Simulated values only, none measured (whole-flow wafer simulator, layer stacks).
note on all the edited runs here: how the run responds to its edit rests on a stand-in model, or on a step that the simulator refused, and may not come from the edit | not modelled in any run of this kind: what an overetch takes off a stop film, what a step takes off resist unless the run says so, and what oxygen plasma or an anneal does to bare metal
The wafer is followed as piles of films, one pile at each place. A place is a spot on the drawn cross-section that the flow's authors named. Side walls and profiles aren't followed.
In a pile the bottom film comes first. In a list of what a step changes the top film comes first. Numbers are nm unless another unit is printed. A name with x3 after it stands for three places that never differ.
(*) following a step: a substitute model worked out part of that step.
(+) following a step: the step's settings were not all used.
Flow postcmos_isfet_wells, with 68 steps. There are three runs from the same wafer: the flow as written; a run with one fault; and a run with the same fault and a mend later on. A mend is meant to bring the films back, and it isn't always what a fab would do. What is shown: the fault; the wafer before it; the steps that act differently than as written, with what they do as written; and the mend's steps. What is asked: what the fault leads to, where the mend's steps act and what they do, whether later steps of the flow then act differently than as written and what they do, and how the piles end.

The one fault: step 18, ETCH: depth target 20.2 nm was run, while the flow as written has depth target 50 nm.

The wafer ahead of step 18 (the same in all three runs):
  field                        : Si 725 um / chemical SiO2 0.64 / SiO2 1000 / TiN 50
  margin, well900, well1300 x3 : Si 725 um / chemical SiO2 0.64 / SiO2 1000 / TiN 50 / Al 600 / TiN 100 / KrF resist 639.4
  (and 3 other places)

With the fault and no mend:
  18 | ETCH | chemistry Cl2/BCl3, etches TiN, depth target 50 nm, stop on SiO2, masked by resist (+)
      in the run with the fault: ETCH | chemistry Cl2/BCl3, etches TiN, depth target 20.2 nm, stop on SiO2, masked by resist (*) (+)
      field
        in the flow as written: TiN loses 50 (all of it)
        in the run with the fault: TiN loses 20.2
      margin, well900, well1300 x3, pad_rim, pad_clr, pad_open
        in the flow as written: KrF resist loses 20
        in the run with the fault: KrF resist loses 8.08
  Later steps of the flow acting differently than as written (2 more steps, not shown, differ only slightly: by at most 2% or 0.5 nm, whichever is larger):
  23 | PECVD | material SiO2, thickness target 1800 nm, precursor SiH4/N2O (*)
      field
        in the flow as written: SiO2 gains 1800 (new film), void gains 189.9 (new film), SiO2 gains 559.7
        in the run with the fault: SiO2 gains 1800 (new film), void gains 167.9 (new film), SiO2 gains 552.3 (new film)
  The piles end different from the flow's at field by more than 2% or 0.5 nm, whichever is larger.
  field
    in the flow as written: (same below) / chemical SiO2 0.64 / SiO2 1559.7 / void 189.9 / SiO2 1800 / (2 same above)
    in the run with the fault: (same below) / chemical SiO2 0.64 / SiO2 1000 / TiN 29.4 / SiO2 552.3 / void 167.9 / SiO2 1800 / (2 same above)

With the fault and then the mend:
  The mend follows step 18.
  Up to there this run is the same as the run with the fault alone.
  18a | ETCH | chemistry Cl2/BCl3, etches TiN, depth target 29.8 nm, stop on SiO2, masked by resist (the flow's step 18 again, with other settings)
      margin, well900, well1300 x3, pad_rim, pad_clr, pad_open
        KrF resist loses 11.9
      field
        TiN loses 29.8 (all of it)
  None of the later steps of the flow acts differently than as written at any place that is followed.
  By the end, the piles equal the flow's at every place that both follow.
